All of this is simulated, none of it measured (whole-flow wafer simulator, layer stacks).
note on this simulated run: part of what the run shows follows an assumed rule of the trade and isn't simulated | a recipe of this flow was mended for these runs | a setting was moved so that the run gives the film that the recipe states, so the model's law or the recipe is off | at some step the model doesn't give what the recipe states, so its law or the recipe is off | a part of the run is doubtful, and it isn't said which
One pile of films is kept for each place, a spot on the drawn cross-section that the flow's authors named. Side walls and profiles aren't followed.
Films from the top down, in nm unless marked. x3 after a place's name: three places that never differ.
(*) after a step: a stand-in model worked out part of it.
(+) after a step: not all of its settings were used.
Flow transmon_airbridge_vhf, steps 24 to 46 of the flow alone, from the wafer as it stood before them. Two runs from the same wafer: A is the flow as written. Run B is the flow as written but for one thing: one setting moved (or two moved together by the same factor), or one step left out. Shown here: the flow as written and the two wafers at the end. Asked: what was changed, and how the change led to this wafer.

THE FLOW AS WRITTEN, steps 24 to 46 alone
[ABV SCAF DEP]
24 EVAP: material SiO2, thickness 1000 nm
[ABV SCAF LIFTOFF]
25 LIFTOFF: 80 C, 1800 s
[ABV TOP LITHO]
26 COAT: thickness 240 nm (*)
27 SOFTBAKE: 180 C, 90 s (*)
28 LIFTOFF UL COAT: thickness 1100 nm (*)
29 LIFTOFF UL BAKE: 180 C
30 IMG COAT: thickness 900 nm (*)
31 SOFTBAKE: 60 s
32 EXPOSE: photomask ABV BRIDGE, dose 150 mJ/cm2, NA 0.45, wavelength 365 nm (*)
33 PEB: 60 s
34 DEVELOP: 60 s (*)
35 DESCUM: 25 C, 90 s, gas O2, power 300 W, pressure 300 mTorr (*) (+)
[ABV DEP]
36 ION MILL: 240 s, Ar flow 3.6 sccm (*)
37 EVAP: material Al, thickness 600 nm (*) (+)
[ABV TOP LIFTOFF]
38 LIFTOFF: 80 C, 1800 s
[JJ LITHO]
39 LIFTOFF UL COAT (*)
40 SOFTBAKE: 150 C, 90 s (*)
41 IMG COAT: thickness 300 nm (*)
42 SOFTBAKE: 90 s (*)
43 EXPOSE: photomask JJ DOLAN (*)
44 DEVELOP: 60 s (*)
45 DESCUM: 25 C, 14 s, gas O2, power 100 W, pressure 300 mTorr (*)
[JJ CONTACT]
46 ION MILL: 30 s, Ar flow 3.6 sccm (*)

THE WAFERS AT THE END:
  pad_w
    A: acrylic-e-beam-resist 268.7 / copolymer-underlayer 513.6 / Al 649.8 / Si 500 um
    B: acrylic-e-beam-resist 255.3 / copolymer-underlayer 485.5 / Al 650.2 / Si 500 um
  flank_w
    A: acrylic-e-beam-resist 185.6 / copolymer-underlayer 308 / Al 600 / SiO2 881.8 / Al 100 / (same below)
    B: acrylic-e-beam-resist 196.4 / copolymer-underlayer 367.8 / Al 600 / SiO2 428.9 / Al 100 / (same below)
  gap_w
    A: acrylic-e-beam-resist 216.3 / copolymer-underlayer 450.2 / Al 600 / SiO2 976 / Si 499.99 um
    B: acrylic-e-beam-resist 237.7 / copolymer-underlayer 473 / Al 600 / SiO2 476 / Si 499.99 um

The cause: step 24, EVAP: thickness 500 nm was run, where the flow has thickness 1000 nm.

How the change led to this, step by step:
  24 EVAP: material SiO2, thickness 1000 nm
      field x3, jj_line, ground_far and 10 more: A SiO2 +1000 (new film) | B SiO2 +500 (new film)
      flank_w, flank_e: A SiO2 +905.8 (new film) | B SiO2 +452.9 (new film)
  25 LIFTOFF: 80 C, 1800 s
      field x3, jj_line, trace_open_s x2: A SiO2 -1000 (all of it), i-line-resist -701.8 (all of it), lift-off-underlayer -1100 (all of it), acrylic-e-beam-resist -240 (all of it) | B SiO2 -500 (all of it), i-line-resist -701.8 (all of it), lift-off-underlayer -1100 (all of it), acrylic-e-beam-resist -240 (all of it)
      pad_w, pad_e: A SiO2 -1000 (all of it), i-line-resist -696.3 (all of it), lift-off-underlayer -1089.9 (all of it), acrylic-e-beam-resist -239.3 (all of it) | B SiO2 -500 (all of it), i-line-resist -696.3 (all of it), lift-off-underlayer -1089.9 (all of it), acrylic-e-beam-resist -239.3 (all of it)
      (and at 1 more place)
  26 COAT: thickness 240 nm (*)
      flank_w, flank_e: A acrylic-e-beam-resist +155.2 (new film) | B acrylic-e-beam-resist +171.7 (new film)
      gap_w, gap_e: A acrylic-e-beam-resist +211.2 (new film) | B acrylic-e-beam-resist +232.5 (new film)
      (and at 6 more places)
  28 LIFTOFF UL COAT: thickness 1100 nm (*)
      margin_s, margin_n: A lift-off-underlayer +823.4 (new film) | B lift-off-underlayer +951.7 (new film)
      pad_w: A lift-off-underlayer +1246.2 (new film) | B lift-off-underlayer +1167.1 (new film)
      (and at 7 more places)
  30 IMG COAT: thickness 900 nm (*)
      gap_w, gap_e: A i-line-resist +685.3 (new film) | B i-line-resist +807.8 (new film)
      margin_s, margin_n: A i-line-resist +603.2 (new film) | B i-line-resist +759.8 (new film)
      (and at 7 more places)
  33 PEB: 60 s
      flank_w, flank_e: A i-line-resist -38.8 | B i-line-resist -43.5
      gap_w, gap_e: A i-line-resist -35 | B i-line-resist -41.6
      (and at 7 more places)
  34 DEVELOP: 60 s (*)
      pad_w: A i-line-resist -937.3 (all of it), lift-off-underlayer -1246.2 (all of it) | B i-line-resist -892.8 (all of it), lift-off-underlayer -1167.1 (all of it)
      flank_w: A i-line-resist -716.4 (all of it), lift-off-underlayer -832.3 (all of it) | B i-line-resist -800.4 (all of it), lift-off-underlayer -958.3 (all of it)
      (and at 6 more places)
  35 DESCUM: 25 C, 90 s, gas O2, power 300 W, pressure 300 mTorr (*) (+)
      field x3, jj_line, ground_far, trace_open_s x2, margin_s, margin_n: A i-line-resist -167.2 | B i-line-resist -157
      flank_w, flank_e: A acrylic-e-beam-resist -155.2 (all of it) | B acrylic-e-beam-resist -171.7 (all of it)
      (and at 6 more places)
  38 LIFTOFF: 80 C, 1800 s
      margin_s, margin_n: A Al -600 (all of it), i-line-resist -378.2 (all of it), lift-off-underlayer -823.4 (all of it), acrylic-e-beam-resist -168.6 (all of it) | B Al -600 (all of it), i-line-resist -536.9 (all of it), lift-off-underlayer -951.7 (all of it), acrylic-e-beam-resist -197.1 (all of it)
      ground_far: A Al -600 (all of it), i-line-resist -776.6 (all of it), lift-off-underlayer -1134.8 (all of it), acrylic-e-beam-resist -250.1 (all of it) | B Al -600 (all of it), i-line-resist -724.7 (all of it), lift-off-underlayer -1119.7 (all of it), acrylic-e-beam-resist -245.8 (all of it)
  39 LIFTOFF UL COAT (*)
      pad_w, pad_e: A copolymer-underlayer +513.6 (new film) | B copolymer-underlayer +485.5 (new film)
      flank_w, flank_e: A copolymer-underlayer +308 (new film) | B copolymer-underlayer +367.8 (new film)
      (and at 6 more places)
  41 IMG COAT: thickness 300 nm (*)
      pad_w, pad_e: A acrylic-e-beam-resist +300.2 (new film) | B acrylic-e-beam-resist +286.8 (new film)
      flank_w, flank_e: A acrylic-e-beam-resist +217.1 (new film) | B acrylic-e-beam-resist +227.9 (new film)
      (and at 6 more places)
